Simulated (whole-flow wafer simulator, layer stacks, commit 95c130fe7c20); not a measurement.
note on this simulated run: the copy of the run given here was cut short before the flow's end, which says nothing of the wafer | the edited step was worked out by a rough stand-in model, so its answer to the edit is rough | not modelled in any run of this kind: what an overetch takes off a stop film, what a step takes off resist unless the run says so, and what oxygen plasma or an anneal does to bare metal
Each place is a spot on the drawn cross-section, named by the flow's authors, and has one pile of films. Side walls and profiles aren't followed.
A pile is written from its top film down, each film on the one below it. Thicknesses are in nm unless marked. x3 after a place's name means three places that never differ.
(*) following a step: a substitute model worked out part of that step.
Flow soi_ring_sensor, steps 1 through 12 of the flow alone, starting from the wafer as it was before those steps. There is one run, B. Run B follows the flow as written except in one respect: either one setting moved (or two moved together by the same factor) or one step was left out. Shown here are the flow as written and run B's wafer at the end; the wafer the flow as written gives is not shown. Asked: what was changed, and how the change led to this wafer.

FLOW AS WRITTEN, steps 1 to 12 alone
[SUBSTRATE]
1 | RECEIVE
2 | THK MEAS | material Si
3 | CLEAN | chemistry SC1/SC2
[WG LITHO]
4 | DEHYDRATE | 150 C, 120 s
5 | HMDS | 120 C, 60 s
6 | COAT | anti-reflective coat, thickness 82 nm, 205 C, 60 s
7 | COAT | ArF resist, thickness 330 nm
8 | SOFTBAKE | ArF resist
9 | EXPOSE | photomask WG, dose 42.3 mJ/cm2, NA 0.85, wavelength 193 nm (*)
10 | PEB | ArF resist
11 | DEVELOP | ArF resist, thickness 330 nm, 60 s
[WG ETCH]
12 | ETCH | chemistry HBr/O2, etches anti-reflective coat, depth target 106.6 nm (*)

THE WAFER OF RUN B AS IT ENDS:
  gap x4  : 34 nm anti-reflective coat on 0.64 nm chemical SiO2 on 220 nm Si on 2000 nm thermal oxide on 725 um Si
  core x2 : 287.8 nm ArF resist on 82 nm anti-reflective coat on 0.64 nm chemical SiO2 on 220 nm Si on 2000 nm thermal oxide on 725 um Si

The reason: step 12, ETCH: depth target 48 nm was run, while the flow as written has depth target 106.6 nm.

The path from the change to this, step by step:
  12 | ETCH | chemistry HBr/O2, etches anti-reflective coat, depth target 106.6 nm (*)
      gap x4: anti-reflective coat loses 48 (in the flow as written it would be: anti-reflective coat loses 82 (all of it), chemical SiO2 loses 0.64 (all of it))
      core x2: ArF resist loses 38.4 (in the flow as written it would be: ArF resist loses 85.3)
